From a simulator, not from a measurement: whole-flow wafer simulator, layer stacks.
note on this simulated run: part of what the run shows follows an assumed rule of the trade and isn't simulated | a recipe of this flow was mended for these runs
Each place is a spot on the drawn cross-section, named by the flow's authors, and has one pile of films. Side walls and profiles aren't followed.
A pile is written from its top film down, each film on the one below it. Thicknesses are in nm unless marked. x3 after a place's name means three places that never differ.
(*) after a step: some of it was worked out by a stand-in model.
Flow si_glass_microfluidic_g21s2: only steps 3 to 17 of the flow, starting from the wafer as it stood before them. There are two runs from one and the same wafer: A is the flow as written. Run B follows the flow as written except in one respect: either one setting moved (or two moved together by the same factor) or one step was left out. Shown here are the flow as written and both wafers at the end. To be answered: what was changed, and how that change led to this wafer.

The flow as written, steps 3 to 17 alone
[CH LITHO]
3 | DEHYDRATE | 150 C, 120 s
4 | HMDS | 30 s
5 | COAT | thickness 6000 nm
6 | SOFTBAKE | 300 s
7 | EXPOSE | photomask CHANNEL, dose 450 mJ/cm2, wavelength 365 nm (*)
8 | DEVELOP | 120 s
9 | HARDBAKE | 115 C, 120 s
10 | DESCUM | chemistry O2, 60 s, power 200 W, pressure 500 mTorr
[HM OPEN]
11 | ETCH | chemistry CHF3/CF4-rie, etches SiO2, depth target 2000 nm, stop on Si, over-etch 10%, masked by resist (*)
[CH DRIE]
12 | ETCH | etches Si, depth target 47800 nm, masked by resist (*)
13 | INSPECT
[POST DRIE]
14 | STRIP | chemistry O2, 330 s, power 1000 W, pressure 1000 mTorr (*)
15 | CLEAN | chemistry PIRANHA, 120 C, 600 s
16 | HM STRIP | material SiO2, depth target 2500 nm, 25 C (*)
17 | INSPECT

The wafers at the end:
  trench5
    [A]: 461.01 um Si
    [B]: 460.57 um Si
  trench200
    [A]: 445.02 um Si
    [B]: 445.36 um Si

What caused this: step 5, COAT: thickness 4200 nm was run, whereas the flow has thickness 6000 nm.

Step by step, how the change led to this:
  5 | COAT | thickness 6000 nm
      land, trench20, trench5, trench200: A thick-i-line-resist gains 6000 (new film) | B thick-i-line-resist gains 4200 (new film)
  8 | DEVELOP | 120 s
      trench20, trench5, trench200: A thick-i-line-resist loses 6000 (all of it) | B thick-i-line-resist loses 4200 (all of it)
  9 | HARDBAKE | 115 C, 120 s
      land: A thick-i-line-resist loses 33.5 | B thick-i-line-resist loses 20.2
  12 | ETCH | etches Si, depth target 47800 nm, masked by resist (*)
      trench5: A Si loses 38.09 um | B Si loses 38.53 um
      trench200: A Si loses 54.08 um | B Si loses 53.74 um
  14 | STRIP | chemistry O2, 330 s, power 1000 W, pressure 1000 mTorr (*)
      land: A thick-i-line-resist loses 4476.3 (all of it) | B thick-i-line-resist loses 2694.1 (all of it)
